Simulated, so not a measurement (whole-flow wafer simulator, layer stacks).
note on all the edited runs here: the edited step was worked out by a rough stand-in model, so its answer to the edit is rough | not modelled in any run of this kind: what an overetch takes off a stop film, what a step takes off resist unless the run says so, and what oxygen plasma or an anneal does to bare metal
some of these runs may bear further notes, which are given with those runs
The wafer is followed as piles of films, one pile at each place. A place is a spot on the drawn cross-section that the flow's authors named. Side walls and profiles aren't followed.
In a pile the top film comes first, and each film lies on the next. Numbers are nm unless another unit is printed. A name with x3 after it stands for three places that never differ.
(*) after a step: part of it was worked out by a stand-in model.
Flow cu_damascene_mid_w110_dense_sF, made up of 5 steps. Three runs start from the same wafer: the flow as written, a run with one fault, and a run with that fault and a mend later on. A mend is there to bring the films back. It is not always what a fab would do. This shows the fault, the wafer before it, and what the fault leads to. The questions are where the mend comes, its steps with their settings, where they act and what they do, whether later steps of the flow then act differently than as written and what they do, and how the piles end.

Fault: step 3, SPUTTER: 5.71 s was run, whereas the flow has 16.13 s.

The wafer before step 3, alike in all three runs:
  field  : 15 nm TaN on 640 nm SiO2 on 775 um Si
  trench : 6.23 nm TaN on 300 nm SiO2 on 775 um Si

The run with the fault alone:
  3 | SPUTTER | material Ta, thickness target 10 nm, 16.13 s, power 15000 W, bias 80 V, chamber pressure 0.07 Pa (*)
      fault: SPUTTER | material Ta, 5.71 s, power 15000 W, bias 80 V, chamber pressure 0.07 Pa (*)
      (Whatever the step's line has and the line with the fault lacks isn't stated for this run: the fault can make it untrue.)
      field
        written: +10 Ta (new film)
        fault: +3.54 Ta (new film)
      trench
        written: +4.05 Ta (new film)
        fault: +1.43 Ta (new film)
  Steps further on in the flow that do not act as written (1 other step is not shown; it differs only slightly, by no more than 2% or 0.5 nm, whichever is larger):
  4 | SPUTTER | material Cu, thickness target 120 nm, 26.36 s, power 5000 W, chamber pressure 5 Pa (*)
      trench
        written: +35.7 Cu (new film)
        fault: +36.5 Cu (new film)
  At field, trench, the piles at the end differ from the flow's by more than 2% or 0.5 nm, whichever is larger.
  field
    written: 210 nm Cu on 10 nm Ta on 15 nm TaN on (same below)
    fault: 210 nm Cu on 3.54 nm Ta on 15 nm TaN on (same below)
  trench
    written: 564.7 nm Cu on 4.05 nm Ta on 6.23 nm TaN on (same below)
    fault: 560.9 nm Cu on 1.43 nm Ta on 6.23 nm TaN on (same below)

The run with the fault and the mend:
  The mend follows step 3.
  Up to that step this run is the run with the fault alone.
  3a | SPUTTER | material Ta, 10.42 s, power 15000 W, bias 80 V, chamber pressure 0.07 Pa (*) (the flow's step 3, run once more with other settings)
      field
        +6.46 Ta
      trench
        +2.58 Ta
  Later steps of the flow that are run all act as written at every place that is followed, up to a difference of at most 2% or 0.5 nm, whichever is larger.
  The piles end only slightly different from the flow's at the places that both follow, by no more than 2% or 0.5 nm, whichever is larger.
